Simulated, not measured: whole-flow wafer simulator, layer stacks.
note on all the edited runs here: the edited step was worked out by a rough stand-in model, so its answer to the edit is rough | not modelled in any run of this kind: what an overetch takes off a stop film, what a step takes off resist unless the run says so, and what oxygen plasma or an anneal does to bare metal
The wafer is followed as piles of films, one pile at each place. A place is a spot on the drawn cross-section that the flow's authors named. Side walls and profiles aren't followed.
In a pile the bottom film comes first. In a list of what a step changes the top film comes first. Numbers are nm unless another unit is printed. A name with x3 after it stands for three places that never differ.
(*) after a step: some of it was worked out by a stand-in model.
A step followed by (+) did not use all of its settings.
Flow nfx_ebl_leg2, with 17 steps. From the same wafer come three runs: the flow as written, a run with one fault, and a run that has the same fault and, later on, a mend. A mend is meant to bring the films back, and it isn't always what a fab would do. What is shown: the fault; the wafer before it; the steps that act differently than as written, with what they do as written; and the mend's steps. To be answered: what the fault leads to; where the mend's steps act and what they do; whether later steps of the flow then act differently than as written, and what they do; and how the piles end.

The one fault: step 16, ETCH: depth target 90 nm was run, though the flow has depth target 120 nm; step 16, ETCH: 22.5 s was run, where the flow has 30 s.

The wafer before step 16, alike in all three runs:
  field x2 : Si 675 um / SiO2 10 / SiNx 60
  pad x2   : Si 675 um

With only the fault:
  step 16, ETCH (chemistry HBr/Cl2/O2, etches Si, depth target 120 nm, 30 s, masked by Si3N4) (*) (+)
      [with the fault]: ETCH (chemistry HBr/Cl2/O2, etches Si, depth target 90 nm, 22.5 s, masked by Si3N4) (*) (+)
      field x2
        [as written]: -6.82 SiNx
        [with the fault]: -5.11 SiNx
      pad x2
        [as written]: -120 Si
        [with the fault]: -90 Si
  Every later step of the flow that is run acts as written at every place that is followed.
  By the end, the piles at field x2 depart from the flow's by more than 2% or 0.5 nm, whichever is larger.
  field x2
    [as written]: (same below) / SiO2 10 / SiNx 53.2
    [with the fault]: (same below) / SiO2 10 / SiNx 54.9

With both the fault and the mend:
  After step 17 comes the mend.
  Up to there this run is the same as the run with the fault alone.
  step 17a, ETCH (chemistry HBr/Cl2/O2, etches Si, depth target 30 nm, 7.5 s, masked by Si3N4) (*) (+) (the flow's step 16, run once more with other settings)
      field x2
        -1.7 SiNx
      pad x2
        -30 Si
  Every later step of the flow that is run acts as written at every place that is followed.
  By the end, the piles equal the flow's at every place that both follow.
